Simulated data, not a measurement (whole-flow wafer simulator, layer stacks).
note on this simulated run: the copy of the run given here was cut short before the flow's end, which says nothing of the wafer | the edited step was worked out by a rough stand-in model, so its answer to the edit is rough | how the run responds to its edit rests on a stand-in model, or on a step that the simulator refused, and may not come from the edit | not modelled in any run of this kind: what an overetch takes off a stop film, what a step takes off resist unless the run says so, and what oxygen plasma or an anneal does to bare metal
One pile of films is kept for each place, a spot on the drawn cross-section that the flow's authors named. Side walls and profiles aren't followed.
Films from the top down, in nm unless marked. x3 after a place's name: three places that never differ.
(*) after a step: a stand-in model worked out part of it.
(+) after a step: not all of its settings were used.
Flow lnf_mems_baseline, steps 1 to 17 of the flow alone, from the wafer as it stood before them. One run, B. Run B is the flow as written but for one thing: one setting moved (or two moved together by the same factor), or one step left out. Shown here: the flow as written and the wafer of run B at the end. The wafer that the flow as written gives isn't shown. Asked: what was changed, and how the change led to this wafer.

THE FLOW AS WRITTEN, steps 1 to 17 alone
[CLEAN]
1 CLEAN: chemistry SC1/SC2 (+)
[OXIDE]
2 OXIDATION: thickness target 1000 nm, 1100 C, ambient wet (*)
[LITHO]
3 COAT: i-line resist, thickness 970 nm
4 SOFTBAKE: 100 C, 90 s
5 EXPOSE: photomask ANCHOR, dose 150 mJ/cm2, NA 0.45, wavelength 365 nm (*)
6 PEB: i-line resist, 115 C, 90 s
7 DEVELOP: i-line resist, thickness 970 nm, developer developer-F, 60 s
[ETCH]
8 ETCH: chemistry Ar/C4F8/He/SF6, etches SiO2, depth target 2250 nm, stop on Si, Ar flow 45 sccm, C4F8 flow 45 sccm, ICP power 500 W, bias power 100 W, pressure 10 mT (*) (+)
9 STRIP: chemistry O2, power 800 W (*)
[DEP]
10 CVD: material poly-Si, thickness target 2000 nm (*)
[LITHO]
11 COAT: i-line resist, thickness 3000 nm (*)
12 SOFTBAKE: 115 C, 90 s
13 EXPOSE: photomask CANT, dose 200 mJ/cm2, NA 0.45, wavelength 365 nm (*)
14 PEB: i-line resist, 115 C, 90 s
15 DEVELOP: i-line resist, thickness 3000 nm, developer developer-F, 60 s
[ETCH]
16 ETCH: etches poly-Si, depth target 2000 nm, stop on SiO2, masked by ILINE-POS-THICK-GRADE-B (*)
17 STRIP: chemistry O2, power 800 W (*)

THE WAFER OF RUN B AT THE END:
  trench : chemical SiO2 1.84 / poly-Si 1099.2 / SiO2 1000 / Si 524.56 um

The cause: step 16, ETCH: depth target 900 nm was run, where the flow has depth target 2000 nm.

How the change led to this, step by step:
  16 ETCH: etches poly-Si, depth target 2000 nm, stop on SiO2, masked by ILINE-POS-THICK-GRADE-B (*)
      trench, char_slit: poly-Si -900 (as written it would be: poly-Si -2000 (all of it))
      field, anchor, beam: i-line resist -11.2 (as written it would be: i-line resist -25)
  17 STRIP: chemistry O2, power 800 W (*)
      trench, char_slit: chemical SiO2 +1.84 (new film), poly-Si -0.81 (as written it would be: nothing)
